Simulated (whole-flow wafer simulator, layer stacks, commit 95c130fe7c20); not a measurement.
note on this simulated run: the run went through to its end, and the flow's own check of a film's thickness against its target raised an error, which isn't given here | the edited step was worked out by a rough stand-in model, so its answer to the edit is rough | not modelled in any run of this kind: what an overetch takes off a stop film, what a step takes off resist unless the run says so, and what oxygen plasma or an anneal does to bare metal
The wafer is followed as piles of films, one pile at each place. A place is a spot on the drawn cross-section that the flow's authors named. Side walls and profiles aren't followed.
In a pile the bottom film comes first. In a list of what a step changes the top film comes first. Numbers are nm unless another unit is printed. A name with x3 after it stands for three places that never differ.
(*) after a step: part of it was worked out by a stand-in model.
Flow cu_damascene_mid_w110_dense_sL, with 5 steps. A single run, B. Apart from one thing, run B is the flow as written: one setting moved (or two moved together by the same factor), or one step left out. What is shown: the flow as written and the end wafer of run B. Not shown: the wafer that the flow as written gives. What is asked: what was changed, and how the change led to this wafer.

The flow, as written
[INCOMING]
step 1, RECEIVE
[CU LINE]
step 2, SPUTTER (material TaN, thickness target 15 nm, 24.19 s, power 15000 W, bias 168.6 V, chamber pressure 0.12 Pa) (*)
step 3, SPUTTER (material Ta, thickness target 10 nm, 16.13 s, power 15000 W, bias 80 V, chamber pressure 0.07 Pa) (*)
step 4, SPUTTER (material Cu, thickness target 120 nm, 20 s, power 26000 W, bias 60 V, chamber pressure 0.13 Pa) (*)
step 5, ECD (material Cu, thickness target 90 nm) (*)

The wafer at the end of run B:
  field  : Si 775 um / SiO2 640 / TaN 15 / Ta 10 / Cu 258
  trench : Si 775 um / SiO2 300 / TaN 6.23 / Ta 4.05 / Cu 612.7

Cause: step 4, SPUTTER: thickness target 168 nm was run, whereas the flow has thickness target 120 nm; step 4, SPUTTER: 28 s was run, where the flow has 20 s.

The path from the change to this, step by step:
  step 4, SPUTTER (material Cu, thickness target 120 nm, 20 s, power 26000 W, bias 60 V, chamber pressure 0.13 Pa) (*)
      field: +168 Cu (new film) (it would be, as written: +120 Cu (new film))
      trench: +69.9 Cu (new film) (it would be, as written: +49.9 Cu (new film))
  step 5, ECD (material Cu, thickness target 90 nm) (*)
      trench: +542.8 Cu (it would be, as written: +514.8 Cu)
